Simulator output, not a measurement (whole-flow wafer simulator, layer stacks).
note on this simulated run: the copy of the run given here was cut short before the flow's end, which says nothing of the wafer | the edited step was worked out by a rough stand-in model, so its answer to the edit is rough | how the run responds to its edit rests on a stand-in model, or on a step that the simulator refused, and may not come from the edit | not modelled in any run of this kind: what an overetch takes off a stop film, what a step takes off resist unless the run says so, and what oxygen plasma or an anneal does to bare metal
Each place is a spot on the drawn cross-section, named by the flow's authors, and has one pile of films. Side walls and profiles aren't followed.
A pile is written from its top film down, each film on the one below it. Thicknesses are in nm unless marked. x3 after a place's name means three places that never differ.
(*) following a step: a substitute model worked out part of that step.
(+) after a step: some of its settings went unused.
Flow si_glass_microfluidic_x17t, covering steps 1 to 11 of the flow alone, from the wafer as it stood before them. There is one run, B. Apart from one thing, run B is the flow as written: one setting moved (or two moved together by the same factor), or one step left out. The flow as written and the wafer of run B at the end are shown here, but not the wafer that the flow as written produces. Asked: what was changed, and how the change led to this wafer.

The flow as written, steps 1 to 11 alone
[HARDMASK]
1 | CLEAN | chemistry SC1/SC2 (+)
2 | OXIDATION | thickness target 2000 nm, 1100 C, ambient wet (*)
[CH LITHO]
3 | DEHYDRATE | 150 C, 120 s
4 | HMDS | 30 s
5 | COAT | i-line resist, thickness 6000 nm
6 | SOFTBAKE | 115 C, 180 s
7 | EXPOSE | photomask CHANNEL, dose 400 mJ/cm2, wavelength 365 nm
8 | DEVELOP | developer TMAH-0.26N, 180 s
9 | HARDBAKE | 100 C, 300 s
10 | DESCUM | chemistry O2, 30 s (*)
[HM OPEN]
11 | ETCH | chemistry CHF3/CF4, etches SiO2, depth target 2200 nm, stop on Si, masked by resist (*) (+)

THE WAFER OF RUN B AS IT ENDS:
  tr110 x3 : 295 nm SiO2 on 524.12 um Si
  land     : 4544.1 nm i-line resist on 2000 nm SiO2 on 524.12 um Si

What caused this: step 11, ETCH: depth target 1705 nm was run, though the flow has depth target 2200 nm.

How this came from the change, step by step:
  11 | ETCH | chemistry CHF3/CF4, etches SiO2, depth target 2200 nm, stop on Si, masked by resist (*) (+)
      tr110 x3: SiO2 loses 1705 (as written it would have been: SiO2 loses 2000 (all of it))
      land: i-line resist loses 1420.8 (as written it would have been: i-line resist loses 1833.3)
